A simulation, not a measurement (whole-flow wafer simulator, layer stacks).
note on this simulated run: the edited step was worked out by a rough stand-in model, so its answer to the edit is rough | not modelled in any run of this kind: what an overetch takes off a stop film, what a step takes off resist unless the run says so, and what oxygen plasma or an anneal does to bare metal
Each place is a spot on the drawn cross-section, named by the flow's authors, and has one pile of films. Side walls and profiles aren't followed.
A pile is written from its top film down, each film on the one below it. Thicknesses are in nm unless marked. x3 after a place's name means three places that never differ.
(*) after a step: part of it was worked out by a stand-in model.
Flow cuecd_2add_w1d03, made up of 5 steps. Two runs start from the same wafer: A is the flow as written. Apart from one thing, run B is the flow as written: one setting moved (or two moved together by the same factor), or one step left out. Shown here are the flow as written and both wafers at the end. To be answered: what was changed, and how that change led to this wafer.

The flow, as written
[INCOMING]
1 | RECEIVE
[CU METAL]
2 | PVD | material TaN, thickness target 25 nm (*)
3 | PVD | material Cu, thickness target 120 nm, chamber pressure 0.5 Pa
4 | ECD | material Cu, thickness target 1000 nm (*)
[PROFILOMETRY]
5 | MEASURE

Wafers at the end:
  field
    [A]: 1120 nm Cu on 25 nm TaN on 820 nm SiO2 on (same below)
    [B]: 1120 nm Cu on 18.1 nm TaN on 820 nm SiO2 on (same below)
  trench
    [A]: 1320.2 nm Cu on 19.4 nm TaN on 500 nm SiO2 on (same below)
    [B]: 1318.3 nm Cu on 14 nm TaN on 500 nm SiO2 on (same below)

The reason: step 2, PVD: thickness target 18.1 nm was run, whereas the flow has thickness target 25 nm.
The wafer itself shows it: field has TaN 18.1, and step 2 as written asks for 25 nm.

Step by step, how the change led to this:
  2 | PVD | material TaN, thickness target 25 nm (*)
      field: A TaN gains 25 (new film) | B TaN gains 18.1 (new film)
      trench: A TaN gains 19.4 (new film) | B TaN gains 14 (new film)
